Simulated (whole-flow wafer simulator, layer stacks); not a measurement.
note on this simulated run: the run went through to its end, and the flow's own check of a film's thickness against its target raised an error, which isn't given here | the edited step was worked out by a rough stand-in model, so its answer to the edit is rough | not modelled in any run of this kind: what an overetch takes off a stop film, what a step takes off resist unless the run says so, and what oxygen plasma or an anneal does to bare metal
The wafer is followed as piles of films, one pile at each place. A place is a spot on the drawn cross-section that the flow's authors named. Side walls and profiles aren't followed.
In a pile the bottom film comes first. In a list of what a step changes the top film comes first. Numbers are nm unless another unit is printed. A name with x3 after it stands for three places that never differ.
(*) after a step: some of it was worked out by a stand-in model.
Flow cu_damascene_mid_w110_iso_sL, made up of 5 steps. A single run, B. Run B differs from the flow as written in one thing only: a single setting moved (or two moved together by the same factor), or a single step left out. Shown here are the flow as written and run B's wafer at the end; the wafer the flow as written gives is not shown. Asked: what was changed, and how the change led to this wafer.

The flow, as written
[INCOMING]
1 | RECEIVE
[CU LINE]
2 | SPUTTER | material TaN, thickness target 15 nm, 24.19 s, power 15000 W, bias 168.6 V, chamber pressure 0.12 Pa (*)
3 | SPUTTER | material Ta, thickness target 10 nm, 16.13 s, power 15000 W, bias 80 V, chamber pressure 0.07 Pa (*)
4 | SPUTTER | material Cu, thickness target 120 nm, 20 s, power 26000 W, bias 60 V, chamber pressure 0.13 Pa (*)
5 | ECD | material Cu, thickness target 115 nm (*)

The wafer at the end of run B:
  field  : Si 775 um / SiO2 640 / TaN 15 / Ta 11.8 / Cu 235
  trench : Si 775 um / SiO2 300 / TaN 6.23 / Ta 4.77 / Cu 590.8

What caused this: step 3, SPUTTER: thickness target 11.8 nm was run, while the flow as written has thickness target 10 nm; step 3, SPUTTER: 18.95 s was run, where the flow has 16.13 s.
One can read it off the wafer: field has Ta 11.8, and step 3 as written asks for 10 nm.

How this came from the change, step by step:
  3 | SPUTTER | material Ta, thickness target 10 nm, 16.13 s, power 15000 W, bias 80 V, chamber pressure 0.07 Pa (*)
      field: Ta gains 11.8 (new film) (it would be, as written: Ta gains 10 (new film))
      trench: Ta gains 4.77 (new film) (it would be, as written: Ta gains 4.05 (new film))
